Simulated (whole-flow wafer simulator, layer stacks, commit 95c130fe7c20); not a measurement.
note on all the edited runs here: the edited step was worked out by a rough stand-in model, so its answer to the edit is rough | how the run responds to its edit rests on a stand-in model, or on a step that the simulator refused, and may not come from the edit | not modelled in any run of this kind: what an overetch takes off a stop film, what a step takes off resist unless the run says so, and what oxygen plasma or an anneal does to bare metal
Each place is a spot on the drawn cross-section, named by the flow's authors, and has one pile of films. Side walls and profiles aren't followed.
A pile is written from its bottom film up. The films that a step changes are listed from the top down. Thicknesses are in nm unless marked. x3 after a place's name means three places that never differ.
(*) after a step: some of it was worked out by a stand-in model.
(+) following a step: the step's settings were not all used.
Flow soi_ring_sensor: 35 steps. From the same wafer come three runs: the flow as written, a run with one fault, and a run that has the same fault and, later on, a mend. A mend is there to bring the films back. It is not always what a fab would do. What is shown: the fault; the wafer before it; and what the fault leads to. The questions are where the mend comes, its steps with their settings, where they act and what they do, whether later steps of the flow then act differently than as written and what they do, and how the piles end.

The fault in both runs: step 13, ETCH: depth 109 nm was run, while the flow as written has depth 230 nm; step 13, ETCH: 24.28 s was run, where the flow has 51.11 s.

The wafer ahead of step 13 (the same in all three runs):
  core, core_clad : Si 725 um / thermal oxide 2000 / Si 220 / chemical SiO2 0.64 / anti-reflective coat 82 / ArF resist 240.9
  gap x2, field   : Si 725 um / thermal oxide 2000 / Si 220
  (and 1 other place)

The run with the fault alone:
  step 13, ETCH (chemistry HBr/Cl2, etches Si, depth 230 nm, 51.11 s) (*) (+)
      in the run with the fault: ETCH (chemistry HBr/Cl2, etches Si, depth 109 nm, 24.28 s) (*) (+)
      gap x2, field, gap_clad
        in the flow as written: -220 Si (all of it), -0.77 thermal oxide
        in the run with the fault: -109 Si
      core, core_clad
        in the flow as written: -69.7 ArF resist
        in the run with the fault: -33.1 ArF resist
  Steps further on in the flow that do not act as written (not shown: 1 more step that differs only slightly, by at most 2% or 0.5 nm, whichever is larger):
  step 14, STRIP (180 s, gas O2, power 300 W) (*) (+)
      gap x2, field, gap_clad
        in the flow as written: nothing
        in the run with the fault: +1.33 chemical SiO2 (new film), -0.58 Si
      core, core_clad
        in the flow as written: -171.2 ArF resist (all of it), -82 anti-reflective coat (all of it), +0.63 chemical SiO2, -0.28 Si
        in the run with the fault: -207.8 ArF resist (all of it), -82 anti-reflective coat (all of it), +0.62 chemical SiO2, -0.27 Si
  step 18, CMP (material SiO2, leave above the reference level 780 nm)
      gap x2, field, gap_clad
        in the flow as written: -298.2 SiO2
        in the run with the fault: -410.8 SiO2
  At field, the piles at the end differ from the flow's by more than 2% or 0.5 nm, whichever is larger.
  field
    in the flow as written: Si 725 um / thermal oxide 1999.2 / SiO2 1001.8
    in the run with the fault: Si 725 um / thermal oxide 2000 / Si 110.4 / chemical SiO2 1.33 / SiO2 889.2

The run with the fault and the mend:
  The mend stands after step 13.
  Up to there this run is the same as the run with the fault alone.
  step 13a, ETCH (chemistry HBr/Cl2, etches Si, depth 121 nm, 26.89 s) (*) (+) (a further turn of the flow's step 13, with different settings)
      gap x2, field, gap_clad
        -111 Si (all of it), -0.77 thermal oxide
      core, core_clad
        -36.7 ArF resist
  Later steps of the flow that are run all act as written at every place that is followed, up to a difference of at most 2% or 0.5 nm, whichever is larger.
  The piles end the same as the flow's at every place that both follow.
